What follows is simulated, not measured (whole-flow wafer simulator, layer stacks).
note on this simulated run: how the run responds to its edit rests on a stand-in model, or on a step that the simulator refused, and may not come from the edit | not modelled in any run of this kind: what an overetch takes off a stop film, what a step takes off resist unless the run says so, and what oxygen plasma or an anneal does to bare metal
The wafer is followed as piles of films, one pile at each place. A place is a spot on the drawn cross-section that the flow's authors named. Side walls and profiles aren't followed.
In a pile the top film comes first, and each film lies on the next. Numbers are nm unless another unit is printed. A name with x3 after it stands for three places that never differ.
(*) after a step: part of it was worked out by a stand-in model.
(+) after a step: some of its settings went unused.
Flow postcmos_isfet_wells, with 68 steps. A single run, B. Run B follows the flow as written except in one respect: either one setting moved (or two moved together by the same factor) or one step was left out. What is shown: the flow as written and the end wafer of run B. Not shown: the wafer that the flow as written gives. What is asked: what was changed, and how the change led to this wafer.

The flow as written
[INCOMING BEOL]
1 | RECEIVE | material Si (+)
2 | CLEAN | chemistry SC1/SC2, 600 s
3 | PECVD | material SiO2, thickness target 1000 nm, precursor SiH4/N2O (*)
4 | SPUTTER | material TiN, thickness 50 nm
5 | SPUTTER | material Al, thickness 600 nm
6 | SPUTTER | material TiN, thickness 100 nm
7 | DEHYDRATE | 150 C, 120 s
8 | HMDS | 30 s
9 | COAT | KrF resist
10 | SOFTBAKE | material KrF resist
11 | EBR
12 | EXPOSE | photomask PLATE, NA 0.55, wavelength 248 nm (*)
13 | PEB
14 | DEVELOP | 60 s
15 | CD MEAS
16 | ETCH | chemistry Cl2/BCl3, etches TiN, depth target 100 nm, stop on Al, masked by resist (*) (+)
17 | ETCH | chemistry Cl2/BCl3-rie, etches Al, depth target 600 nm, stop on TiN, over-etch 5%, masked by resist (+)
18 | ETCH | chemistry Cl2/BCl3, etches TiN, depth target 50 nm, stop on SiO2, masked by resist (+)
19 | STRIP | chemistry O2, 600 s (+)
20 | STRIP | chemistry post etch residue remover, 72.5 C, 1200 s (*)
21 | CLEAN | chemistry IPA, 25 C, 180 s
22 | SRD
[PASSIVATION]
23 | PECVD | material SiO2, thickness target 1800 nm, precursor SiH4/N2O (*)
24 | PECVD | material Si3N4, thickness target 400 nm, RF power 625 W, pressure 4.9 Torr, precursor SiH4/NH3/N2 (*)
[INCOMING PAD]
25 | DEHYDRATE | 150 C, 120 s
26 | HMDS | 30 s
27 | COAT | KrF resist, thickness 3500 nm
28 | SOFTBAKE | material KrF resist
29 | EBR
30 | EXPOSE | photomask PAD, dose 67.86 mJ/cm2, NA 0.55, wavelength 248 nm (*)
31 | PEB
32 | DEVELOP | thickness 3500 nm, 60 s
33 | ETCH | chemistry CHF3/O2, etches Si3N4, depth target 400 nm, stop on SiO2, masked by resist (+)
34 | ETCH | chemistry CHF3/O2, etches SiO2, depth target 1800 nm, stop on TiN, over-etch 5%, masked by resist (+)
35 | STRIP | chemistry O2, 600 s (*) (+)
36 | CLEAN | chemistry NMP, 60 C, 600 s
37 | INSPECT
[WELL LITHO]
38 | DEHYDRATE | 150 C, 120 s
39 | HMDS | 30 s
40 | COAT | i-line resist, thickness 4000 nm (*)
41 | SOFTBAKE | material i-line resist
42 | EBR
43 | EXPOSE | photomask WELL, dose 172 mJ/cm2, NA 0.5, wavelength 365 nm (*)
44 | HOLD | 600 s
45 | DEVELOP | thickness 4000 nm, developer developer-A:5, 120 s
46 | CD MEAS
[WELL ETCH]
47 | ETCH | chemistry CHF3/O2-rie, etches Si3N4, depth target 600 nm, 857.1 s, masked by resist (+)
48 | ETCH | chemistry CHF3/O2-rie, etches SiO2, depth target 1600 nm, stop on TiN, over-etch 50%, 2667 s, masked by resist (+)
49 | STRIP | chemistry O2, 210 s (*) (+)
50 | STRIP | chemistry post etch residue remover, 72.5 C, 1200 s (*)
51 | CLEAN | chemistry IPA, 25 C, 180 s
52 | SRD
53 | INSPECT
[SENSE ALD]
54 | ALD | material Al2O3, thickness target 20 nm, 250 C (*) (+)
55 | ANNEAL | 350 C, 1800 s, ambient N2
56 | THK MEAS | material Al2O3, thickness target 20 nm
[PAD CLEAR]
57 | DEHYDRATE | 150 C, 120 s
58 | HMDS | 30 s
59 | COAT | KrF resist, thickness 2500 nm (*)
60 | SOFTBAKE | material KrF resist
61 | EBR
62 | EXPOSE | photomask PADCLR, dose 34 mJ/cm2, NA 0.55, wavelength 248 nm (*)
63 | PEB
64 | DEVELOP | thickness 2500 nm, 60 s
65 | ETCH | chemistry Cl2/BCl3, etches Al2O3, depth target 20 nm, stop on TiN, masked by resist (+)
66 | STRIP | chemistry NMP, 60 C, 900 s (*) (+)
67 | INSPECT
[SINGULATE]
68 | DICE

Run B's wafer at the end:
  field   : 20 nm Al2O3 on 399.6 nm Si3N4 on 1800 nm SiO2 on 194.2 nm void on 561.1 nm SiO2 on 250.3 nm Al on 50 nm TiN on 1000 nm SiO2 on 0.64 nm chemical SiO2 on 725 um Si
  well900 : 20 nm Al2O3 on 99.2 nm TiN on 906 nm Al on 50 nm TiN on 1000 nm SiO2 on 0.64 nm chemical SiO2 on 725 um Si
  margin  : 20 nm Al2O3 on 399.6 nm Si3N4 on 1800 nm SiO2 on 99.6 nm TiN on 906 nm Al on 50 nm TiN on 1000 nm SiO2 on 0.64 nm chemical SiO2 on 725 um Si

What caused this: step 5, SPUTTER: thickness 906 nm was run, while the flow as written has thickness 600 nm.
One can read it off the wafer: well900 has Al 906, and step 5 as written asks for 600 nm.

How this came from the change, step by step:
  5 | SPUTTER | material Al, thickness 600 nm
      field, margin, well900, well1300 x3, pad_rim, pad_clr, pad_open: +906 Al (new film) (in the flow as written it would be: +600 Al (new film))
  17 | ETCH | chemistry Cl2/BCl3-rie, etches Al, depth target 600 nm, stop on TiN, over-etch 5%, masked by resist (+)
      field: -600 Al (in the flow as written it would be: -600 Al (all of it))
  18 | ETCH | chemistry Cl2/BCl3, etches TiN, depth target 50 nm, stop on SiO2, masked by resist (+)
      field: -50 Al (in the flow as written it would be: -50 TiN (all of it))
  20 | STRIP | chemistry post etch residue remover, 72.5 C, 1200 s (*)
      field: -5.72 Al (in the flow as written it would be: nothing)
  23 | PECVD | material SiO2, thickness target 1800 nm, precursor SiH4/N2O (*)
      field: +1800 SiO2 (new film), +194.2 void (new film), +561.1 SiO2 (new film) (in the flow as written it would be: +1800 SiO2 (new film), +189.9 void (new film), +559.7 SiO2)
With metal films that touch counted as one body, field has 1 body; the flow as written gives 0 bodies.
